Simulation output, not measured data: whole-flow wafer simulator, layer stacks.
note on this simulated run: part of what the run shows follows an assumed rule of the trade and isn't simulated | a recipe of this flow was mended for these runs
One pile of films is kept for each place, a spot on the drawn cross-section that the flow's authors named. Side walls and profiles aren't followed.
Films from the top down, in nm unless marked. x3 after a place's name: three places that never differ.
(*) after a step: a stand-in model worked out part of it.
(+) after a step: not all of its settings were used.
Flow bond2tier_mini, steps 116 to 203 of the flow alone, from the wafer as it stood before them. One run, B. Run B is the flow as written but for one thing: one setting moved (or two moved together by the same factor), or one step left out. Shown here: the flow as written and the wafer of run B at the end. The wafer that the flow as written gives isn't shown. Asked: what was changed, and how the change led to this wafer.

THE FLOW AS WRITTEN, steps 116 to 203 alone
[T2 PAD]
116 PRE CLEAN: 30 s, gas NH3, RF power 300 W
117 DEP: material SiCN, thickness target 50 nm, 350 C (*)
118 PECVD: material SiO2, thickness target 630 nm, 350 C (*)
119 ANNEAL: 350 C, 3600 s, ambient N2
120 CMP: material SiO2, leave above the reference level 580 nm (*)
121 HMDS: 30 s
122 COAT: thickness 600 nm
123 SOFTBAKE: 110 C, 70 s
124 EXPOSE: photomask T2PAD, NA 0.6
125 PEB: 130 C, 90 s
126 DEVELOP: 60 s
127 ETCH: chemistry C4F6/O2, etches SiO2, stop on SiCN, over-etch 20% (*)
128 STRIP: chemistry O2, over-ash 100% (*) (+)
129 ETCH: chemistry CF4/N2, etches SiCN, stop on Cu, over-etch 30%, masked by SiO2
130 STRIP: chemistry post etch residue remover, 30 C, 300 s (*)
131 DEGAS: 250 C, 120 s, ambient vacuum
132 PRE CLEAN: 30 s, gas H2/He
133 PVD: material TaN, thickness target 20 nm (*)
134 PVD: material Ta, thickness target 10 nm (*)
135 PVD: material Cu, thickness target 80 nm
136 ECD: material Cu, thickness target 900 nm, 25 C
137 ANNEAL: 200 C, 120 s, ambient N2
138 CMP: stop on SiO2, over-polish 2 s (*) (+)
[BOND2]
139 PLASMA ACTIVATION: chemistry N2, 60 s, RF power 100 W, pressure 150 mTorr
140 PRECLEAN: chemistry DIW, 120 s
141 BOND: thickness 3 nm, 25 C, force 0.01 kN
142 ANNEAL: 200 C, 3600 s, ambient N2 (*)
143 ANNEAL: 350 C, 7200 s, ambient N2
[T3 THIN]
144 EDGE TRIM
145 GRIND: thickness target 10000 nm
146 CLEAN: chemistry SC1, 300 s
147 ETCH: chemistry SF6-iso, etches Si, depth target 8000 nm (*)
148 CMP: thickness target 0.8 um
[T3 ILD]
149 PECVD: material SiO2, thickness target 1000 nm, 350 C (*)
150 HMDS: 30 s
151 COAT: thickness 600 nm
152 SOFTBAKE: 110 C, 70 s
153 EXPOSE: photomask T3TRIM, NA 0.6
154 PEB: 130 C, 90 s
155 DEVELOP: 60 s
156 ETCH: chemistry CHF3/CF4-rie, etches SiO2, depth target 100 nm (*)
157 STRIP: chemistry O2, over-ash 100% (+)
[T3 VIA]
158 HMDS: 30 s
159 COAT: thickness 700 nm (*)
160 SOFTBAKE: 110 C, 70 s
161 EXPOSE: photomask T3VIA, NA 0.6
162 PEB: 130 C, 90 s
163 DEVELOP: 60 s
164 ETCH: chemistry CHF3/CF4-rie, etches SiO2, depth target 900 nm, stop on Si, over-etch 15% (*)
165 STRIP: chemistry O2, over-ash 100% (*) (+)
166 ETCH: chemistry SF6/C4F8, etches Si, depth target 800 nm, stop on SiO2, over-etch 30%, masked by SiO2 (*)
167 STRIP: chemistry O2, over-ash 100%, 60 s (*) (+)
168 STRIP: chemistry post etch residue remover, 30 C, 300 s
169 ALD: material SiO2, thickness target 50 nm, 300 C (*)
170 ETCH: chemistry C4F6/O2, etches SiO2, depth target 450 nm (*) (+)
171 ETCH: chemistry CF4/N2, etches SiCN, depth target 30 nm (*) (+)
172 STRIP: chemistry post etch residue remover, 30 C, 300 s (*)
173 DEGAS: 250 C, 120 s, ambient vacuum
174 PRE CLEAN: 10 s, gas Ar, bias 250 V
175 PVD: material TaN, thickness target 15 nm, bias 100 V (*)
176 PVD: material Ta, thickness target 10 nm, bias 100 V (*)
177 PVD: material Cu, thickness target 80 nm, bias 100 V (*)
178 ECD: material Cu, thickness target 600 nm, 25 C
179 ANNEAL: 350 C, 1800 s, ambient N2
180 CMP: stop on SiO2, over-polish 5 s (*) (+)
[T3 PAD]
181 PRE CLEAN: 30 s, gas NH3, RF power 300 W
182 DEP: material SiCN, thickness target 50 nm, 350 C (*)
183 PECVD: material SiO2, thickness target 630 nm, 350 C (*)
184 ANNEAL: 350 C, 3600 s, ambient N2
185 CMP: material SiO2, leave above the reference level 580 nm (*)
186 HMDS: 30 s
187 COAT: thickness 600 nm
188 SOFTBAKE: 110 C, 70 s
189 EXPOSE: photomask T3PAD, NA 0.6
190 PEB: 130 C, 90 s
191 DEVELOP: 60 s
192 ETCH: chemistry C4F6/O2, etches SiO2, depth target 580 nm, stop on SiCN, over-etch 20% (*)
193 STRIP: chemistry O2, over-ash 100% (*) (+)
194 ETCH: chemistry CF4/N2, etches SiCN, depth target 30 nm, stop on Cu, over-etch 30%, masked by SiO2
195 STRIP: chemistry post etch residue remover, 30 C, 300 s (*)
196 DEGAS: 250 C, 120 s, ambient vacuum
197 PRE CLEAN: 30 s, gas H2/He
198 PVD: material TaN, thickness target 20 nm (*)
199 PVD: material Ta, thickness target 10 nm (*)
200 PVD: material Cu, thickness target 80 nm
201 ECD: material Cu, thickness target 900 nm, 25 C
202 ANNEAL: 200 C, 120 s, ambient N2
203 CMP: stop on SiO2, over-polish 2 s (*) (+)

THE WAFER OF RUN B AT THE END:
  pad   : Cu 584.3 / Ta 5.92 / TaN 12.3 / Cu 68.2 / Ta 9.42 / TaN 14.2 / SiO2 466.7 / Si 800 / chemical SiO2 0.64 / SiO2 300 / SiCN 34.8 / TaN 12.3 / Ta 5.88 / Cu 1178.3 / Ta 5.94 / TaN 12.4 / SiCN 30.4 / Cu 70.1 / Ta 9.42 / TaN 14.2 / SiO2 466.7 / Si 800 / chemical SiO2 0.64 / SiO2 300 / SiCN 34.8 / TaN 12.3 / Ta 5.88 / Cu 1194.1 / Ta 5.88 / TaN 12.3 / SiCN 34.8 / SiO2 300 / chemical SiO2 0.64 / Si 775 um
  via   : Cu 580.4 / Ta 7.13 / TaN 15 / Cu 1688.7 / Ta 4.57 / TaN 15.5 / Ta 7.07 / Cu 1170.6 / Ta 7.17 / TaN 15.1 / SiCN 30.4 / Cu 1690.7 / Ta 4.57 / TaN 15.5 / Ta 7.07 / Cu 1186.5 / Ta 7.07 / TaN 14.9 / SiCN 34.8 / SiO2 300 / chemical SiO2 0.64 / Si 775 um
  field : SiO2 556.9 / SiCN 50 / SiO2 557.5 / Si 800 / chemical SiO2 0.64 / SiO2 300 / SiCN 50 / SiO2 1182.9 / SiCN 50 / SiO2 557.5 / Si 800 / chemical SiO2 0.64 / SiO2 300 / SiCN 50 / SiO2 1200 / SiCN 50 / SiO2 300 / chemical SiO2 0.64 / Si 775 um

The cause: step 129, ETCH: chemistry CF4/N2, etches SiCN, stop on Cu, over-etch 30%, masked by SiO2, was left out.

How the change led to this, step by step:
  130 STRIP: chemistry post etch residue remover, 30 C, 300 s (*)
      pad, via: nothing (as written it would be: Cu -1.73)
Counting metal films that touch as one body, pad has 4 bodies (between them, from the top down: SiO2 466.7 / Si 800 / chemical SiO2 0.64 / SiO2 300 / SiCN 34.8; SiCN 30.4; SiO2 466.7 / Si 800 / chemical SiO2 0.64 / SiO2 300 / SiCN 34.8); the flow as written gives 3 bodies (between them, from the top down: SiO2 466.7 / Si 800 / chemical SiO2 0.64 / SiO2 300 / SiCN 34.8; SiO2 466.7 / Si 800 / chemical SiO2 0.64 / SiO2 300 / SiCN 34.8).
Counting metal films that touch as one body, via has 2 bodies (between them, from the top down: SiCN 30.4); the flow as written gives 1 body.
